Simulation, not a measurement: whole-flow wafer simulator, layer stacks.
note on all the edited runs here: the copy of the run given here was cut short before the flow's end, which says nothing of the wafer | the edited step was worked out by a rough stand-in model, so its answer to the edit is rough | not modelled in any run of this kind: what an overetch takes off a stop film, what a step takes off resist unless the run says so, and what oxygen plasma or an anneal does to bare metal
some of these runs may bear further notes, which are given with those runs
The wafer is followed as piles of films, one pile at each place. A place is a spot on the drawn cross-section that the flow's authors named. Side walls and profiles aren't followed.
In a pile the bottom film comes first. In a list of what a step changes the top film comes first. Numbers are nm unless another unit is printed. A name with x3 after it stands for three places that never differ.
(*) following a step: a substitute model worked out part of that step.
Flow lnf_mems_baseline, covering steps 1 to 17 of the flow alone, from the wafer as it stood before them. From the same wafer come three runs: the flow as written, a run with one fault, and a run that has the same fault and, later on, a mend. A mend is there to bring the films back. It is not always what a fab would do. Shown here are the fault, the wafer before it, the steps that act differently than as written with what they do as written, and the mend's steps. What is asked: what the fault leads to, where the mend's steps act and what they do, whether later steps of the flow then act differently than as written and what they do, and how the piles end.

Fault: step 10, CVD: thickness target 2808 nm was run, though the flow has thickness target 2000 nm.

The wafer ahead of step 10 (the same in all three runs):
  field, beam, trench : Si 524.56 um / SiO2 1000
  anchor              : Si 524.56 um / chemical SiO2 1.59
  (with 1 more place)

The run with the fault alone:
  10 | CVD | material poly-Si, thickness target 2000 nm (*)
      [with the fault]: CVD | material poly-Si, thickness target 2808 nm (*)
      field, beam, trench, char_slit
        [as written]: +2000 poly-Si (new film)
        [with the fault]: +2808 poly-Si (new film)
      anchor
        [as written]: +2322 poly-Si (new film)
        [with the fault]: +3372.9 poly-Si (new film)
  Steps further on in the flow that do not act as written (not shown: 1 more step that differs only slightly, by at most 2% or 0.5 nm, whichever is larger):
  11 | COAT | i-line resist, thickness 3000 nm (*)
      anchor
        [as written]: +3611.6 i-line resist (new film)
        [with the fault]: +3382.2 i-line resist (new film)
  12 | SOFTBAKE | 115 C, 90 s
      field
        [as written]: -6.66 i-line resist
        [with the fault]: -5.43 i-line resist
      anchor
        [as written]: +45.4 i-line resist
        [with the fault]: +35.8 i-line resist
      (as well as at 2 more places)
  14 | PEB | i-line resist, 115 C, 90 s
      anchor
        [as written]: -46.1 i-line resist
        [with the fault]: -41.9 i-line resist
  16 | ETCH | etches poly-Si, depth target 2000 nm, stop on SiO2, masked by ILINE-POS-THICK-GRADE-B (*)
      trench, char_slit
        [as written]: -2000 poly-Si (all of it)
        [with the fault]: -2000 poly-Si
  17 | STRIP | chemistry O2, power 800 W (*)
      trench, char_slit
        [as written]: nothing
        [with the fault]: +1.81 chemical SiO2 (new film), -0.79 poly-Si
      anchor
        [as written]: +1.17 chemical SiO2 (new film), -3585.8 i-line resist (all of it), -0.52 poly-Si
        [with the fault]: +1.15 chemical SiO2 (new film), -3351 i-line resist (all of it), -0.51 poly-Si
  The piles end different from the flow's at field, anchor, beam, trench, char_slit by more than 2% or 0.5 nm, whichever is larger.
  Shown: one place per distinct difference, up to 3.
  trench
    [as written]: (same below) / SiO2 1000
    [with the fault]: (same below) / SiO2 1000 / poly-Si 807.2 / chemical SiO2 1.81
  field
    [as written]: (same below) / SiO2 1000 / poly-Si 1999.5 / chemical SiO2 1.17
    [with the fault]: (same below) / SiO2 1000 / poly-Si 2807.5 / chemical SiO2 1.15
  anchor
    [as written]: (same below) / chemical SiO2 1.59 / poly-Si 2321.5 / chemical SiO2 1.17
    [with the fault]: (same below) / chemical SiO2 1.59 / poly-Si 3372.4 / chemical SiO2 1.15

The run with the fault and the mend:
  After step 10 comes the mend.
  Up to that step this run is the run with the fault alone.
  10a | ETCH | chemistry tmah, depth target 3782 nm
      field, beam, trench, char_slit
        -2808 poly-Si (all of it)
      anchor
        -3372.9 poly-Si (all of it)
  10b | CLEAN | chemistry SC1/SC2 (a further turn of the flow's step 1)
      leaves every film unchanged at each place that is followed
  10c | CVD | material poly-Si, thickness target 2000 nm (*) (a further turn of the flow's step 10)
      field, beam, trench, char_slit
        +2000 poly-Si (new film)
      anchor
        +2322 poly-Si (new film)
  Every later step of the flow that is run acts as written at every place that is followed.
  The piles end the same as the flow's at every place that both follow.
